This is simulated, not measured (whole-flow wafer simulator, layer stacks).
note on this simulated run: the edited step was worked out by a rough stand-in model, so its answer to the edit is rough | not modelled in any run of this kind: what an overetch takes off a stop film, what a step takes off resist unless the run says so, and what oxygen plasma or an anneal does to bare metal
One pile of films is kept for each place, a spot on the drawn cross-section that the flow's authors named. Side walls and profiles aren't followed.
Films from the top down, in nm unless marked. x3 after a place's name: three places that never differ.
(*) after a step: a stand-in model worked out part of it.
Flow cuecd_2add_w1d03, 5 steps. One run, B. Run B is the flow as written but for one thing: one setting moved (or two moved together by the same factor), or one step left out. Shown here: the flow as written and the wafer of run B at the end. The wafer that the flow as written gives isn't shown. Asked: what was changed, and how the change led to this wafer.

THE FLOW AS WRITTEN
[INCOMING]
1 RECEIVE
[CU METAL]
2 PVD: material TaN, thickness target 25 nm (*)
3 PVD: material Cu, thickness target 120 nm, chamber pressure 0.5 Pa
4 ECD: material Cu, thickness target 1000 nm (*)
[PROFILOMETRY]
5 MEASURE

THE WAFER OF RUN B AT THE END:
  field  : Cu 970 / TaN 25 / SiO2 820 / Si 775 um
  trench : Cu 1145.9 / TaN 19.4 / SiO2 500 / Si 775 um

The cause: step 4, ECD: thickness target 850 nm was run, where the flow has thickness target 1000 nm.

How the change led to this, step by step:
  4 ECD: material Cu, thickness target 1000 nm (*)
      field: Cu +850 (as written it would be: Cu +1000)
      trench: Cu +1052.4 (as written it would be: Cu +1226.8)
